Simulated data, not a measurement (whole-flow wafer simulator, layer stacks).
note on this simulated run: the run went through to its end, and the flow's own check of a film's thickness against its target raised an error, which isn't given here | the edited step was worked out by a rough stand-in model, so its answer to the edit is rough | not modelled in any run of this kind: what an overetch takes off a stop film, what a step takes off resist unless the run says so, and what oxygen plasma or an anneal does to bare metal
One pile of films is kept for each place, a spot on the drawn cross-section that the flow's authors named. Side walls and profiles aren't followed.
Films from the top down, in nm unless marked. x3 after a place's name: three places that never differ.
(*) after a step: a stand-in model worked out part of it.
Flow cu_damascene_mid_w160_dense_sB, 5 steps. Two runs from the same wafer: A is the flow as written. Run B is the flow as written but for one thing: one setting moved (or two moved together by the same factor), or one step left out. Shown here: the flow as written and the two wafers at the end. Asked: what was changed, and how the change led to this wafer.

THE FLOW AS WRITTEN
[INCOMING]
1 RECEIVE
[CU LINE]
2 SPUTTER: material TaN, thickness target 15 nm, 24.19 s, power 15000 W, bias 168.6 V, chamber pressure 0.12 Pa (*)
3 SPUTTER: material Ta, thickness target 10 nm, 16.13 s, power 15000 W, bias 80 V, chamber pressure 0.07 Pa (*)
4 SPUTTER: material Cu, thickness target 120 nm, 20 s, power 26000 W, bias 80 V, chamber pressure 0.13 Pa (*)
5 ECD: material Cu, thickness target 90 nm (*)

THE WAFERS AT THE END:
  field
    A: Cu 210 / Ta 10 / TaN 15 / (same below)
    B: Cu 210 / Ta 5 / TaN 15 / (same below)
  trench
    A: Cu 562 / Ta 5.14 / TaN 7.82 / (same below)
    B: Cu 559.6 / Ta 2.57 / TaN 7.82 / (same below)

The cause: step 3, SPUTTER: 8.06 s was run, where the flow has 16.13 s.

How the change led to this, step by step:
  3 SPUTTER: material Ta, thickness target 10 nm, 16.13 s, power 15000 W, bias 80 V, chamber pressure 0.07 Pa (*)
      field: A Ta +10 (new film) | B Ta +5 (new film)
      trench: A Ta +5.14 (new film) | B Ta +2.57 (new film)
